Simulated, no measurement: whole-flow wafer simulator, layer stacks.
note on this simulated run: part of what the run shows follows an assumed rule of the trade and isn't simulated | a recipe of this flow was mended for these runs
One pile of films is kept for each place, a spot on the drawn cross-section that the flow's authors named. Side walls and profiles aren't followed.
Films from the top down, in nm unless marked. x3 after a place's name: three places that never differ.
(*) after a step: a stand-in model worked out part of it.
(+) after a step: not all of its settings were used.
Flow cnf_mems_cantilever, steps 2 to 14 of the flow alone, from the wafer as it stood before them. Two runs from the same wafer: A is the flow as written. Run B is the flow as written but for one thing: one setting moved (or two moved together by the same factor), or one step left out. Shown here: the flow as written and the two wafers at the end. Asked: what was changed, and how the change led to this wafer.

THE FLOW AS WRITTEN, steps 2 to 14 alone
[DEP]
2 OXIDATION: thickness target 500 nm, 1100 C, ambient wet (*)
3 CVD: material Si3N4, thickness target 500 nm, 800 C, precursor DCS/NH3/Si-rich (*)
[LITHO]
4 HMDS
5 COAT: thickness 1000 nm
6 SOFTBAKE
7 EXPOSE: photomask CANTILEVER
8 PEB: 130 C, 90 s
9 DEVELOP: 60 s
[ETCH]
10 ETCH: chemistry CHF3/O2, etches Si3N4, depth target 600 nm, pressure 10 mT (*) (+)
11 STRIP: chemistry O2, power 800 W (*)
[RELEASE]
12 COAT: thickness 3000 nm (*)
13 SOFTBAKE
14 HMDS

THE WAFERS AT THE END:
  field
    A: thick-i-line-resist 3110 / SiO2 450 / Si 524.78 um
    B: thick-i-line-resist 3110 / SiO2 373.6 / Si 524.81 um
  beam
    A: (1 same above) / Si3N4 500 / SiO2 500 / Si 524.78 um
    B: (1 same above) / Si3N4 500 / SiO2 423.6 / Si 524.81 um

The cause: step 2, OXIDATION: 1065 C was run, where the flow has 1100 C.

How the change led to this, step by step:
  2 OXIDATION: thickness target 500 nm, 1100 C, ambient wet (*)
      field, beam: A SiO2 +500 (new film), chemical SiO2 -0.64 (all of it), Si -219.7 | B SiO2 +423.6 (new film), chemical SiO2 -0.64 (all of it), Si -186.1
